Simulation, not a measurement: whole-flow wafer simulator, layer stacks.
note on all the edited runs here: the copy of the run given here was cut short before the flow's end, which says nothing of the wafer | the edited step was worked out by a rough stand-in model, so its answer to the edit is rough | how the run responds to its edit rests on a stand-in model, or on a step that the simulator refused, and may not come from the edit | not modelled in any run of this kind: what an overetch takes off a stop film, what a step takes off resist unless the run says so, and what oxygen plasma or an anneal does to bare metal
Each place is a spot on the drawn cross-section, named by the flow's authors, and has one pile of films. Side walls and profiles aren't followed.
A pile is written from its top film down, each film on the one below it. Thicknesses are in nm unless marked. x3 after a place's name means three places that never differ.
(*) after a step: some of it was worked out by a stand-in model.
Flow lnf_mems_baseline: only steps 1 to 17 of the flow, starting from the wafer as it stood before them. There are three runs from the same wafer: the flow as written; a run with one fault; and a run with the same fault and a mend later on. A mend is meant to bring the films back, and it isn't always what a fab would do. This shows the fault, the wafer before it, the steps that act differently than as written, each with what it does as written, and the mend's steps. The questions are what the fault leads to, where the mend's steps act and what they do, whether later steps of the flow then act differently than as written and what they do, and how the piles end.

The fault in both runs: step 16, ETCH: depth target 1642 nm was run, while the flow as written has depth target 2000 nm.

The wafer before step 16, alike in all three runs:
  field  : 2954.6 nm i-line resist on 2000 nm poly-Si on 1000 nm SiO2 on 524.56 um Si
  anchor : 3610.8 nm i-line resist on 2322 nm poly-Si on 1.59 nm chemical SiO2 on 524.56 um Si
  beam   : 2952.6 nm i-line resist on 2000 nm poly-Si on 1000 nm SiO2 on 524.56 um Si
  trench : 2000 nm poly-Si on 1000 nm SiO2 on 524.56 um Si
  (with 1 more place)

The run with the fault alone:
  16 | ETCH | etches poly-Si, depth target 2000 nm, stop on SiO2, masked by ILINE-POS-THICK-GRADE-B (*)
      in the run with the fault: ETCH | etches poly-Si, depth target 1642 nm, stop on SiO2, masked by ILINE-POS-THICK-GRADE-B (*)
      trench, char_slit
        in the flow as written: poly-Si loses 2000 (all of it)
        in the run with the fault: poly-Si loses 1642
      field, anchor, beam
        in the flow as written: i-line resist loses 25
        in the run with the fault: i-line resist loses 20.5
  Steps further on in the flow that do not act as written:
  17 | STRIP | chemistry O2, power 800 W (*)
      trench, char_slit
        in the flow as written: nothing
        in the run with the fault: chemical SiO2 gains 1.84 (new film), poly-Si loses 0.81
  At trench, char_slit, the piles at the end differ from the flow's by more than 2% or 0.5 nm, whichever is larger.
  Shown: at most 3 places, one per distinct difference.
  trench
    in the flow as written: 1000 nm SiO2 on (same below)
    in the run with the fault: 1.84 nm chemical SiO2 on 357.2 nm poly-Si on 1000 nm SiO2 on (same below)

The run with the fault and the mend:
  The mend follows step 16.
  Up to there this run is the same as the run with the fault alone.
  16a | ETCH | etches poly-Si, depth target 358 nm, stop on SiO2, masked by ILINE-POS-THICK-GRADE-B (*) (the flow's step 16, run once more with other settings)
      field, anchor, beam
        i-line resist loses 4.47
      trench, char_slit
        poly-Si loses 358 (all of it)
  Later steps of the flow that are run all act as written at every place that is followed.
  At every place that both follow, the piles at the end match the flow's.
